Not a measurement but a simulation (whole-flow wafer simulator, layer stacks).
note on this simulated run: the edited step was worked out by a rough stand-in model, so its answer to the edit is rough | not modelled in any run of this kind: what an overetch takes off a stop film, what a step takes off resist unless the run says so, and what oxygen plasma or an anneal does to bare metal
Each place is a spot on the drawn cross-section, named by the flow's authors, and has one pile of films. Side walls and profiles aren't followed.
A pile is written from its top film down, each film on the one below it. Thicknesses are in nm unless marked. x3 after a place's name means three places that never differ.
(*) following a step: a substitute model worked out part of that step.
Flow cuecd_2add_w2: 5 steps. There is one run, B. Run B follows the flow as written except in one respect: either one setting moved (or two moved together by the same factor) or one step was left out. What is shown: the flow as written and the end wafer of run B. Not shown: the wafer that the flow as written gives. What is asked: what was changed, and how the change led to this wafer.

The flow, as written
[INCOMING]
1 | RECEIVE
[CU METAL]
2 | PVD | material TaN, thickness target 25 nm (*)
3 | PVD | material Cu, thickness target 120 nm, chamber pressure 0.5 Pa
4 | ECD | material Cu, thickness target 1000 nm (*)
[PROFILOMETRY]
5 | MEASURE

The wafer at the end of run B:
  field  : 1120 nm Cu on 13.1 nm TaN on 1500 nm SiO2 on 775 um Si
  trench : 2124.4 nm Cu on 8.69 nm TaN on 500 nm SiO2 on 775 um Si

The reason: step 2, PVD: thickness target 13.1 nm was run, though the flow has thickness target 25 nm.
The wafer itself shows it: field has TaN 13.1, and step 2 as written asks for 25 nm.

Step by step, how the change led to this:
  2 | PVD | material TaN, thickness target 25 nm (*)
      field: TaN gains 13.1 (new film) (it would be, as written: TaN gains 25 (new film))
      trench: TaN gains 8.69 (new film) (it would be, as written: TaN gains 16.6 (new film))
